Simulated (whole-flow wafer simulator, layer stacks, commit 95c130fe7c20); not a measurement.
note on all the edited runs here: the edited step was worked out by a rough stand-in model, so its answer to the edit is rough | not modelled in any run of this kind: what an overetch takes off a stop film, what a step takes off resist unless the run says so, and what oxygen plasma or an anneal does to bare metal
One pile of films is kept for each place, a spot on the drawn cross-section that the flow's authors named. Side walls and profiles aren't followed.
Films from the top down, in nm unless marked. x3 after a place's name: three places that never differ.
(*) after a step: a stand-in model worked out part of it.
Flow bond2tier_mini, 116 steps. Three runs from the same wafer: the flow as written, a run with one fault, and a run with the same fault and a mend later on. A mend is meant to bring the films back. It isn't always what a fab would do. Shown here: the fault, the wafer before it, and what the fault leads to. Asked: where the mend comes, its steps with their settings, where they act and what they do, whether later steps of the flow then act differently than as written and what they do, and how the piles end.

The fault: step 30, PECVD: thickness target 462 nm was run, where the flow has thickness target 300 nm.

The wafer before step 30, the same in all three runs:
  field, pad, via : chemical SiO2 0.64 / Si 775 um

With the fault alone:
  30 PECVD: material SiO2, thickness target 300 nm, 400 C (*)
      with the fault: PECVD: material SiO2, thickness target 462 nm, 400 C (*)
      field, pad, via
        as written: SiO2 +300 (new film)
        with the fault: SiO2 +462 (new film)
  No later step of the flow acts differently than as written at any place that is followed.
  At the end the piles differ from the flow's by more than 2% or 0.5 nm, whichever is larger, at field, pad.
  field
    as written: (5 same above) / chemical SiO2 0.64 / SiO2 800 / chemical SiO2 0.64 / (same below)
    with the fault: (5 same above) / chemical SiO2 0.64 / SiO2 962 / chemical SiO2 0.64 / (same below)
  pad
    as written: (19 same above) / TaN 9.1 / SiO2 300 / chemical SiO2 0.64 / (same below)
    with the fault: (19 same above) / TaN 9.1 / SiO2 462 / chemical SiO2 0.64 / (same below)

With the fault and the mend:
  The mend comes after step 30.
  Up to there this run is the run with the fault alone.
  30a ETCH: chemistry CHF3/CF4-rie, etches SiO2, depth target 162 nm (the flow's step 9 once more, with other settings)
      field, pad, via
        SiO2 -162
  No later step of the flow acts differently than as written at any place that is followed.
  At the end the piles are the same as the flow's at every place that both follow.
